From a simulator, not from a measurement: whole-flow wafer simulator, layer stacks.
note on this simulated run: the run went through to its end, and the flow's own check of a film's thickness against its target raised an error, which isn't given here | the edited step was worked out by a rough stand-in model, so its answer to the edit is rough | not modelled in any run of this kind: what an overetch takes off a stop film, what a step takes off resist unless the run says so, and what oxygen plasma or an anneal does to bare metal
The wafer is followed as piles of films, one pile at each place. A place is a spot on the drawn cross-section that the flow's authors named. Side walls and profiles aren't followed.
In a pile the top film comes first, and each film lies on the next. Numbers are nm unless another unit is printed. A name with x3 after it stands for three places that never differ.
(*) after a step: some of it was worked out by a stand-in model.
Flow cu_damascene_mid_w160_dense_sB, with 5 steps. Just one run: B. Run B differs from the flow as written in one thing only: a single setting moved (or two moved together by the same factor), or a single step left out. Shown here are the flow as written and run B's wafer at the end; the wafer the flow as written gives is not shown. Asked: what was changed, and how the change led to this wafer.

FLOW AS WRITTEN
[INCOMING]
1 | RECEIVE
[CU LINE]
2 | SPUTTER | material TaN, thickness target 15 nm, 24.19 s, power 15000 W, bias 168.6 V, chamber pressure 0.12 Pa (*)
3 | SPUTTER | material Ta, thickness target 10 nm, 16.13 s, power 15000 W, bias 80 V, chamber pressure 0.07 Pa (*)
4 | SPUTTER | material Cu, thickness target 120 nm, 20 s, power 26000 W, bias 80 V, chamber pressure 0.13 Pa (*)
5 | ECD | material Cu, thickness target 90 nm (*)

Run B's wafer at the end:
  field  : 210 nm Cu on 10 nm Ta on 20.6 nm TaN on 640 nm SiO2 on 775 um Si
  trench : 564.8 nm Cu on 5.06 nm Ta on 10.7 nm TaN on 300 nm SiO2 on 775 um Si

What caused this: step 2, SPUTTER: thickness target 20.6 nm was run, while the flow as written has thickness target 15 nm; step 2, SPUTTER: 33.26 s was run, where the flow has 24.19 s.
The wafer lets one read it off: field has TaN 20.6, and step 2 as written asks for 15 nm.

The path from the change to this, step by step:
  2 | SPUTTER | material TaN, thickness target 15 nm, 24.19 s, power 15000 W, bias 168.6 V, chamber pressure 0.12 Pa (*)
      field: +20.6 TaN (new film) (as written it would have been: +15 TaN (new film))
      trench: +10.7 TaN (new film) (as written it would have been: +7.82 TaN (new film))
